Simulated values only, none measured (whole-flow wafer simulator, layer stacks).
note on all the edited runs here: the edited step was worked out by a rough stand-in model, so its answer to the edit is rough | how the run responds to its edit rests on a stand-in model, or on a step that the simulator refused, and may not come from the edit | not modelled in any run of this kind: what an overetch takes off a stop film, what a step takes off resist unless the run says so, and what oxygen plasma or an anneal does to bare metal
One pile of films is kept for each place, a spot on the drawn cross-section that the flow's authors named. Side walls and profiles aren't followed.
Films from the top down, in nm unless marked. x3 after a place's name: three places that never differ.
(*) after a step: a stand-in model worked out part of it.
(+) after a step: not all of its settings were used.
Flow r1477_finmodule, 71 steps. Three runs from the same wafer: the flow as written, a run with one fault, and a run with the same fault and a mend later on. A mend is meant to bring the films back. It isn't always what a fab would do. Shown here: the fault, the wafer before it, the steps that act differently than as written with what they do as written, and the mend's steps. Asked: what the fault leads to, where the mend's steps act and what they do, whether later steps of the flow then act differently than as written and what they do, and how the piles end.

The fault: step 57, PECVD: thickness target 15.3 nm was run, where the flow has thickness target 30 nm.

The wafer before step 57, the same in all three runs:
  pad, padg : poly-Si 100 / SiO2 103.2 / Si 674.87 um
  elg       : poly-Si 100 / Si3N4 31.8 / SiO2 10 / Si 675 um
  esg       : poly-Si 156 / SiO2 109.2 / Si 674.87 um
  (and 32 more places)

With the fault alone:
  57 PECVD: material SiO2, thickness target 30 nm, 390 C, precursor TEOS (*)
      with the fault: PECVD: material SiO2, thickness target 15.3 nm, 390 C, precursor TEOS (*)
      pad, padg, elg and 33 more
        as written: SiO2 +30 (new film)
        with the fault: SiO2 +15.3 (new film)
  Later steps of the flow that act differently than as written (3 more steps differ only slightly, by at most 2% or 0.5 nm, whichever is larger, and aren't shown):
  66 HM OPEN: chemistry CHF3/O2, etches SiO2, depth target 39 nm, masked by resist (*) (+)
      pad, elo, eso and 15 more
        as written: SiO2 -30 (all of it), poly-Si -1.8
        with the fault: SiO2 -15.3 (all of it), poly-Si -1.53
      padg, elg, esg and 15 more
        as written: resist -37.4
        with the fault: resist -22
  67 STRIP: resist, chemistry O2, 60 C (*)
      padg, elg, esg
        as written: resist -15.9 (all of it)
        with the fault: resist -31.3 (all of it)
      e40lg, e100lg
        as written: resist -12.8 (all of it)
        with the fault: resist -28.1 (all of it)
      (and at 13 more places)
  At the end the piles differ from the flow's by more than 2% or 0.5 nm, whichever is larger, at padg, elg, esg and 15 more.
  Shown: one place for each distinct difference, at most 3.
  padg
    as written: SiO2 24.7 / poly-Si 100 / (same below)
    with the fault: SiO2 10 / poly-Si 100 / (same below)
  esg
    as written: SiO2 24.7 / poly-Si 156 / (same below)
    with the fault: SiO2 10 / poly-Si 156 / (same below)
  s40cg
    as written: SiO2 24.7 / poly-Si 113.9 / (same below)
    with the fault: SiO2 10 / poly-Si 113.9 / (same below)

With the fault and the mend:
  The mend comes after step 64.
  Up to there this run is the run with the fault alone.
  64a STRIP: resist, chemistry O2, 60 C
      padg, elg, esg
        resist -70 (all of it)
      e40lg, e100lg, e200lg
        resist -66.9 (all of it)
      s40sg, s45sg
        resist -91 (all of it)
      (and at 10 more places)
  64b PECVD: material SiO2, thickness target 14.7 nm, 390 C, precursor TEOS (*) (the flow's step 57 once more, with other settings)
      pad, padg, elg and 33 more
        SiO2 +14.7
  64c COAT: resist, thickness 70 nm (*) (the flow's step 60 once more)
      e40lg, e100lg, e200lg, elo, e40lo, e100lo, e200lo
        resist +66.9 (new film)
      pad, padg, elg, esg
        resist +70 (new film)
      s40sg, s45sg, s40so, s45so
        resist +91 (new film)
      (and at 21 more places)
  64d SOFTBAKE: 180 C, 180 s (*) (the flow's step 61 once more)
      changes no film at any place that is followed
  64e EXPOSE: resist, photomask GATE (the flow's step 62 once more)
      changes no film at any place that is followed
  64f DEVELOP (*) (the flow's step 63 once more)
      elo, e40lo, e100lo, e200lo
        resist -66.9 (all of it)
      eso, e40so
        resist -129.5 (all of it)
      s40so, s45so
        resist -91 (all of it)
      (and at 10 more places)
  No later step of the flow acts differently than as written at any place that is followed.
  At the end the piles are the same as the flow's at every place that both follow.
